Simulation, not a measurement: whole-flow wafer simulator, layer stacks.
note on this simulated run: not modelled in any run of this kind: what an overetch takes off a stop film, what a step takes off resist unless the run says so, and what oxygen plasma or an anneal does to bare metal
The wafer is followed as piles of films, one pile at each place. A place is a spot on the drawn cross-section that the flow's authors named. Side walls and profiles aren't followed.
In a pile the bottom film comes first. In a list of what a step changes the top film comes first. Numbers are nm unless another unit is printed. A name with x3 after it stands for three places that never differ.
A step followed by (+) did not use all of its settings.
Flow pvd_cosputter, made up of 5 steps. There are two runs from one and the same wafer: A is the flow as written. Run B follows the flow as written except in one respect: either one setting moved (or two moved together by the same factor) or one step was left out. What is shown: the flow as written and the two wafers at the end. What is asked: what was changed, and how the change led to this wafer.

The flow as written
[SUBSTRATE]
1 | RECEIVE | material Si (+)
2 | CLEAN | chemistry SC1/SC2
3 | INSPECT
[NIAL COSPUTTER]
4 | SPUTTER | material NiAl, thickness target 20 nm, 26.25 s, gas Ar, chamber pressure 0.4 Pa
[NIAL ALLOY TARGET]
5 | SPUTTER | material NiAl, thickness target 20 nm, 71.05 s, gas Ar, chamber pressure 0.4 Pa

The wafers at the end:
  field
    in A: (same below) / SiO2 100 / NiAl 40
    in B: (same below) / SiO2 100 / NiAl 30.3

The reason: step 4, SPUTTER: thickness target 10.28 nm was run, whereas the flow has thickness target 20 nm; step 4, SPUTTER: 13.49 s was run, where the flow has 26.25 s.

Step by step, how the change led to this:
  4 | SPUTTER | material NiAl, thickness target 20 nm, 26.25 s, gas Ar, chamber pressure 0.4 Pa
      field: A NiAl gains 20 (new film) | B NiAl gains 10.3 (new film)
